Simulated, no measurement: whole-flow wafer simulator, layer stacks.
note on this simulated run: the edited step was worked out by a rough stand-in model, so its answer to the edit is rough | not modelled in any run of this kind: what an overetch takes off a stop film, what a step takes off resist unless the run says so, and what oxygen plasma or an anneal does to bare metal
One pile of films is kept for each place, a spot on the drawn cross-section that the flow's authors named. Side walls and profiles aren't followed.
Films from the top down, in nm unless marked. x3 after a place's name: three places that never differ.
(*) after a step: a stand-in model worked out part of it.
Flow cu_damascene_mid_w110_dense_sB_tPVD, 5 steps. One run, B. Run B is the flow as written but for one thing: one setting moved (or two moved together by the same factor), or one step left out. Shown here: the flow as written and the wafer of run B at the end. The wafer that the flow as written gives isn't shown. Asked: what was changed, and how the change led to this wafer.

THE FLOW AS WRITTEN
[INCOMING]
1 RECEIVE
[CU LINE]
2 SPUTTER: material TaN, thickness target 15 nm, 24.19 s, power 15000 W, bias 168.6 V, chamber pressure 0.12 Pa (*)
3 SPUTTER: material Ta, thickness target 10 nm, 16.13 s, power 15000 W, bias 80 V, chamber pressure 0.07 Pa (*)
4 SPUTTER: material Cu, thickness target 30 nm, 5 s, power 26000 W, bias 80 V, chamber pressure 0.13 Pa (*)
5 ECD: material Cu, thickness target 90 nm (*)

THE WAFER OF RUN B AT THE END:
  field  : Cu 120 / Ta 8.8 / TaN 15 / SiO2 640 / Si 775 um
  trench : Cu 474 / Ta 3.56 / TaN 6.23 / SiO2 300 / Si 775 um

The cause: step 3, SPUTTER: thickness target 8.8 nm was run, where the flow has thickness target 10 nm; step 3, SPUTTER: 14.28 s was run, where the flow has 16.13 s.
It can be read off the wafer: field has Ta 8.8, and step 3 as written asks for 10 nm.

How the change led to this, step by step:
  3 SPUTTER: material Ta, thickness target 10 nm, 16.13 s, power 15000 W, bias 80 V, chamber pressure 0.07 Pa (*)
      field: Ta +8.8 (new film) (as written it would be: Ta +10 (new film))
